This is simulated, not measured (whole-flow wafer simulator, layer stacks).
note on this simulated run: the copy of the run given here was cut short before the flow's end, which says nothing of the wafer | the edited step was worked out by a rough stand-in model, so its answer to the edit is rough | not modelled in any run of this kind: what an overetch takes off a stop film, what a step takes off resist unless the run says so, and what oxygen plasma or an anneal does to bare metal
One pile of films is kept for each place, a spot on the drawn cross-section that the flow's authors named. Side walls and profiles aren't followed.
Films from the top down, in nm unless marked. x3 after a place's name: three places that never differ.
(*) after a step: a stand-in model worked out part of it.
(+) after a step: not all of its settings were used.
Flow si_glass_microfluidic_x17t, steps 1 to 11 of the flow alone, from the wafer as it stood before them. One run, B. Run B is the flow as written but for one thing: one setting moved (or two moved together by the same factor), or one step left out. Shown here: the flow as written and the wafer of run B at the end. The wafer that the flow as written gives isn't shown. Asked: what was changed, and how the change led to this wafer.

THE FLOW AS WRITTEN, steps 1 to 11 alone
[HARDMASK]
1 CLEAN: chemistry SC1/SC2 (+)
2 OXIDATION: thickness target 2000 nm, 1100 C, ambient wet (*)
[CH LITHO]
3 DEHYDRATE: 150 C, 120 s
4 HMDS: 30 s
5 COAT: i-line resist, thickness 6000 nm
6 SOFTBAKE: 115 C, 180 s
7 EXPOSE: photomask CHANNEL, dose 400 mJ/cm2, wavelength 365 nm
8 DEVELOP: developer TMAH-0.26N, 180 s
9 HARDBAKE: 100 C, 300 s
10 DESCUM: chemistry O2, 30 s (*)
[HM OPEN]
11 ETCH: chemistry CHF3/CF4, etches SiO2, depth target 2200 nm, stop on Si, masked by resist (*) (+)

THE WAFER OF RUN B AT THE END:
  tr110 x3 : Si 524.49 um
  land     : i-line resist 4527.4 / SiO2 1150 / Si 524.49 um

The cause: step 2, OXIDATION: thickness target 1150 nm was run, where the flow has thickness target 2000 nm.
It can be read off the wafer: land has SiO2 1150, and step 2 as written asks for 2000 nm.

How the change led to this, step by step:
  2 OXIDATION: thickness target 2000 nm, 1100 C, ambient wet (*)
      land, tr110 x3: SiO2 +1150 (new film), chemical SiO2 -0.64 (all of it), Si -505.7 (as written it would be: SiO2 +2000 (new film), chemical SiO2 -0.64 (all of it), Si -879.7)
  11 ETCH: chemistry CHF3/CF4, etches SiO2, depth target 2200 nm, stop on Si, masked by resist (*) (+)
      tr110 x3: SiO2 -1150 (all of it) (as written it would be: SiO2 -2000 (all of it))
      land: i-line resist -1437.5 (as written it would be: i-line resist -1833.3)
